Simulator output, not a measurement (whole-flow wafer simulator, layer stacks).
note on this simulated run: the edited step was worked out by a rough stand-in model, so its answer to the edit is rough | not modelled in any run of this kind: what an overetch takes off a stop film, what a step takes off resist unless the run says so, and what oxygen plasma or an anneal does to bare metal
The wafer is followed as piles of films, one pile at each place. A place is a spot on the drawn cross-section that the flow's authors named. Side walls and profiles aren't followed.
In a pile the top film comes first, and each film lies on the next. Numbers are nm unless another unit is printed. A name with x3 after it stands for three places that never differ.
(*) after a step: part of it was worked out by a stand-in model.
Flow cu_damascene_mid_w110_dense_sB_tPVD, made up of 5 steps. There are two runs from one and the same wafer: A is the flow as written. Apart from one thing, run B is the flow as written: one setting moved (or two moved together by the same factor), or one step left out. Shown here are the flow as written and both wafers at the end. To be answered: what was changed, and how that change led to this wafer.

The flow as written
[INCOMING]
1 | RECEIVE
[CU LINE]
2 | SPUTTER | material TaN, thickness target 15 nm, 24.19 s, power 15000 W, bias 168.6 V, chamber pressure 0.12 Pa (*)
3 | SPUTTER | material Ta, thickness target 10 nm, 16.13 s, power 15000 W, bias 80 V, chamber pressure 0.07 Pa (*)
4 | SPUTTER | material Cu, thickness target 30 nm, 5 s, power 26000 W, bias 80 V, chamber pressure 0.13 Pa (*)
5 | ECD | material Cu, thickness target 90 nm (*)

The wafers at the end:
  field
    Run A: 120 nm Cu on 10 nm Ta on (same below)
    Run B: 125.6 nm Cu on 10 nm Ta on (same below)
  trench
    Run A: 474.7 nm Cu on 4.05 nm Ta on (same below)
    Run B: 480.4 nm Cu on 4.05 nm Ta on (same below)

The reason: step 4, SPUTTER: 5.94 s was run, whereas the flow has 5 s.

The path from the change to this, step by step:
  4 | SPUTTER | material Cu, thickness target 30 nm, 5 s, power 26000 W, bias 80 V, chamber pressure 0.13 Pa (*)
      field: A Cu gains 30 (new film) | B Cu gains 35.6 (new film)
      trench: A Cu gains 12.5 (new film) | B Cu gains 14.8 (new film)
